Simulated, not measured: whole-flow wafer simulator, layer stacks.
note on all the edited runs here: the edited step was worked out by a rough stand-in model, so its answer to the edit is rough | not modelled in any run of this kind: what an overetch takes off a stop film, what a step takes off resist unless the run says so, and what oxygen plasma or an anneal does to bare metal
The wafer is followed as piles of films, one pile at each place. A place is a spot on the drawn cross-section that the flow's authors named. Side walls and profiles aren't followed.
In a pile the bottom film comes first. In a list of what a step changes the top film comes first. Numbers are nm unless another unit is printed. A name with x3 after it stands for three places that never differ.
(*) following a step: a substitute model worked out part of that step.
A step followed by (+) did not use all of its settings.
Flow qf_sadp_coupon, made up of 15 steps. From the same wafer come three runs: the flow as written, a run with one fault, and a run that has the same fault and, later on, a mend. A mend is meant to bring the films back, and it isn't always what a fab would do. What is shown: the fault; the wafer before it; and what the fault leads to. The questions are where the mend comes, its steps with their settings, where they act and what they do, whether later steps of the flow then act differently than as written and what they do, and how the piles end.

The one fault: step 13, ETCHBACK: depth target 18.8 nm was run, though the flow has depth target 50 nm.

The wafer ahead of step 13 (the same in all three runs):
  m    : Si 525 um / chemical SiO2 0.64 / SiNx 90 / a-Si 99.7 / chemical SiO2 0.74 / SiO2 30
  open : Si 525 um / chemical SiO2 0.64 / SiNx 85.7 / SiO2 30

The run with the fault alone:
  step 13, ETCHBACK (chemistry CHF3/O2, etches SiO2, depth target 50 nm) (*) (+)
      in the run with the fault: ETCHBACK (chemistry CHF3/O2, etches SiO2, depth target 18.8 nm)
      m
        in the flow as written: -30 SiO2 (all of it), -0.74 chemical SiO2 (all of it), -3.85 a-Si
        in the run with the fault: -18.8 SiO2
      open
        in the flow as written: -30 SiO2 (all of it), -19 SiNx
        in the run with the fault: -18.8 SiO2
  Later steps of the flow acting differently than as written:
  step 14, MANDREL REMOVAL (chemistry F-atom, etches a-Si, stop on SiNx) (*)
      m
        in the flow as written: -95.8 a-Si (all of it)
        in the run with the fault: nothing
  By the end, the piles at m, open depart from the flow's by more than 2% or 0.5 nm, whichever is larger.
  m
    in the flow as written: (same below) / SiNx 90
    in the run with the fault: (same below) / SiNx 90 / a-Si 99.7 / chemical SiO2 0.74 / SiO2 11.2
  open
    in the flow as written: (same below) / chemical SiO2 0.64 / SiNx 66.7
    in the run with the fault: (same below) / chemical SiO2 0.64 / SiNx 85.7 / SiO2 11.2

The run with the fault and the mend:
  The mend follows step 13.
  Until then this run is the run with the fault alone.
  step 13a, ETCHBACK (chemistry CHF3/O2, etches SiO2, depth target 31.2 nm) (*) (+) (the flow's step 13 again, with other settings)
      m
        -11.2 SiO2 (all of it), -0.74 chemical SiO2 (all of it), -3.85 a-Si
      open
        -11.2 SiO2 (all of it), -19 SiNx
  Later steps of the flow that are run all act as written at every place that is followed.
  By the end, the piles equal the flow's at every place that both follow.
